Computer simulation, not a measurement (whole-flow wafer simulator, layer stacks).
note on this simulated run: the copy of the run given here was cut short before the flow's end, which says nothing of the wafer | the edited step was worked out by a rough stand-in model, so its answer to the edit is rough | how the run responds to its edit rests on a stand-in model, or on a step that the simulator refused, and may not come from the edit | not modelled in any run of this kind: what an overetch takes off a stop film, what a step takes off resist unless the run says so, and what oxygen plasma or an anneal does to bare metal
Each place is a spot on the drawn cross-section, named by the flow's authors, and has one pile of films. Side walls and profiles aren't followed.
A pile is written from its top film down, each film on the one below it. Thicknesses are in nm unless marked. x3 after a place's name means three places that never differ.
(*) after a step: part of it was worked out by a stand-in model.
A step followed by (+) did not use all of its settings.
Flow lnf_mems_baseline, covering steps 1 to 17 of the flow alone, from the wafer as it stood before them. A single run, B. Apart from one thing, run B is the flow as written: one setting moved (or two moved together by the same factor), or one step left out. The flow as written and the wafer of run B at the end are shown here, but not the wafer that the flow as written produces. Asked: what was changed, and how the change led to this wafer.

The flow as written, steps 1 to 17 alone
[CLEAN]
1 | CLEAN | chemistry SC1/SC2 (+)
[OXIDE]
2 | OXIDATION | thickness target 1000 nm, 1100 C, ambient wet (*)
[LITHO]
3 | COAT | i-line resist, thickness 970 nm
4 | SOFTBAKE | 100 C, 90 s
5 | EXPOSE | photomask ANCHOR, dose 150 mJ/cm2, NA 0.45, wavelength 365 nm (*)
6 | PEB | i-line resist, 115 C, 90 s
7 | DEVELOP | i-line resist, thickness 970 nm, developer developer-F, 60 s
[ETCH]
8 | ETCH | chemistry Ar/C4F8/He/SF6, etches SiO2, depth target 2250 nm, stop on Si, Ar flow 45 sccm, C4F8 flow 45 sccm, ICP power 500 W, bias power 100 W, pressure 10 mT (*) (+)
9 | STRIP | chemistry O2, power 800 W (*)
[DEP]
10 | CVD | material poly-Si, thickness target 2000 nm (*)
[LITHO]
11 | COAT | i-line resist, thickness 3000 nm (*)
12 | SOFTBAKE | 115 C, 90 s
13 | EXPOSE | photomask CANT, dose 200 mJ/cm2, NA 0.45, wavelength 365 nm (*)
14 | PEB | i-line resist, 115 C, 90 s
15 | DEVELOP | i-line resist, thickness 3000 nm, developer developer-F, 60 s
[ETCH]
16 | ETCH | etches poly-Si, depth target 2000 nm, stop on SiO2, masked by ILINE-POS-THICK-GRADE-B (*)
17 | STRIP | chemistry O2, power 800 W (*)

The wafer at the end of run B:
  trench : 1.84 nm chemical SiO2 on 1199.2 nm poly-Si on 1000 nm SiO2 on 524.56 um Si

The reason: step 16, ETCH: depth target 800 nm was run, though the flow has depth target 2000 nm.

How this came from the change, step by step:
  16 | ETCH | etches poly-Si, depth target 2000 nm, stop on SiO2, masked by ILINE-POS-THICK-GRADE-B (*)
      trench, char_slit: -800 poly-Si (it would be, as written: -2000 poly-Si (all of it))
      field, anchor, beam: -10 i-line resist (it would be, as written: -25 i-line resist)
  17 | STRIP | chemistry O2, power 800 W (*)
      trench, char_slit: +1.84 chemical SiO2 (new film), -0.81 poly-Si (it would be, as written: nothing)
